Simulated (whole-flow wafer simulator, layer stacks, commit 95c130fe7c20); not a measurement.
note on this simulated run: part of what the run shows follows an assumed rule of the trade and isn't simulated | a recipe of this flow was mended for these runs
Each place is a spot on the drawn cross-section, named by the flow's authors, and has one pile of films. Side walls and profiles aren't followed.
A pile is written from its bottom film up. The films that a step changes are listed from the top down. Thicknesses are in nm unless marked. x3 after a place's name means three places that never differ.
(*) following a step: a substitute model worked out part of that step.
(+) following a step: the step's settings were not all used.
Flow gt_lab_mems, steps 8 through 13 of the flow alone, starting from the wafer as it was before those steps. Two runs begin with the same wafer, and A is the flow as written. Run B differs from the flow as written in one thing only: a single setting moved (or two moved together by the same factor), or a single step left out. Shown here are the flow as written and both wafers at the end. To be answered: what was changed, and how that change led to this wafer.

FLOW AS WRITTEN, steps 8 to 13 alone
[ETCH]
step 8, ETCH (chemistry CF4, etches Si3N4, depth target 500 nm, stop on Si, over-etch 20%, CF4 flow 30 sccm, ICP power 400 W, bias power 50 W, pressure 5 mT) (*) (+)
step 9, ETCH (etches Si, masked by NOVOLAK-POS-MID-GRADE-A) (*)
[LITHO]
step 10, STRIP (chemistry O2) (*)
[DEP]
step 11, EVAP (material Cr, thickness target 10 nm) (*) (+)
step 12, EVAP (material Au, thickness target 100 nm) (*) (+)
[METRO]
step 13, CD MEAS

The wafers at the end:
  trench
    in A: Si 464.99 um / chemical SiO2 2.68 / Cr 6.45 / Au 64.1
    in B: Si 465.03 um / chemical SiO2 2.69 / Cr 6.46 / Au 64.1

Cause: step 8, ETCH: depth target 428 nm was run, whereas the flow has depth target 500 nm.

The path from the change to this, step by step:
  step 8, ETCH (chemistry CF4, etches Si3N4, depth target 500 nm, stop on Si, over-etch 20%, CF4 flow 30 sccm, ICP power 400 W, bias power 50 W, pressure 5 mT) (*) (+)
      field: A -400 g/i-line-resist | B -342.4 g/i-line-resist
      trench: A -500 Si3N4 (all of it), -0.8 chemical SiO2 (all of it), -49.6 Si | B -500 Si3N4 (all of it), -0.8 chemical SiO2 (all of it), -6.4 Si
  step 10, STRIP (chemistry O2) (*)
      field: A -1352 g/i-line-resist (all of it) | B -1409.6 g/i-line-resist (all of it)
